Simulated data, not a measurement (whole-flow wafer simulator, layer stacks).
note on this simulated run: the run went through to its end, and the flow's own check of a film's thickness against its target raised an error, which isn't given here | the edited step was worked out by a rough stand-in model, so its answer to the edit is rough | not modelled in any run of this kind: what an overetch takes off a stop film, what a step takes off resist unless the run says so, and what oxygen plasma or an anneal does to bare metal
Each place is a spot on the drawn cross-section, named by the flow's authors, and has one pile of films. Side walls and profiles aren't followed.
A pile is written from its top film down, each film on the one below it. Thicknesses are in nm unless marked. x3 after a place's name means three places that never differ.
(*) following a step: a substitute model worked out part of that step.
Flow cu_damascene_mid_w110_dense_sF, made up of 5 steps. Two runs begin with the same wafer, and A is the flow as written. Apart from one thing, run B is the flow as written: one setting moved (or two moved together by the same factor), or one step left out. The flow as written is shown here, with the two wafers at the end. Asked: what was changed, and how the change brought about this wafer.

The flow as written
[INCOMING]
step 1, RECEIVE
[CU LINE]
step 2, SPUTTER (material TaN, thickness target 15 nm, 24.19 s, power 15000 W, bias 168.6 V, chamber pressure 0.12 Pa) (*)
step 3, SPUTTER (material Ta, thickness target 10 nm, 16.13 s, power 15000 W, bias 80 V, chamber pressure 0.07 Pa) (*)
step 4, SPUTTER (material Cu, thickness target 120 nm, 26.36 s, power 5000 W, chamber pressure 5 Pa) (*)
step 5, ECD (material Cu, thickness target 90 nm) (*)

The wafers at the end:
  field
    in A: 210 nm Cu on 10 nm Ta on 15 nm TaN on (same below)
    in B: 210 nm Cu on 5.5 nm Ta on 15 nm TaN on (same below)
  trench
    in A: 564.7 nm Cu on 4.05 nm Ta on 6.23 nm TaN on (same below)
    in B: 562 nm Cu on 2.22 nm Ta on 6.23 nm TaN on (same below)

What caused this: step 3, SPUTTER: thickness target 5.5 nm was run, though the flow has thickness target 10 nm; step 3, SPUTTER: 8.87 s was run, where the flow has 16.13 s.
The wafer lets one read it off: field has Ta 5.5, and step 3 as written asks for 10 nm.

Step by step, how the change led to this:
  step 3, SPUTTER (material Ta, thickness target 10 nm, 16.13 s, power 15000 W, bias 80 V, chamber pressure 0.07 Pa) (*)
      field: A +10 Ta (new film) | B +5.5 Ta (new film)
      trench: A +4.05 Ta (new film) | B +2.22 Ta (new film)
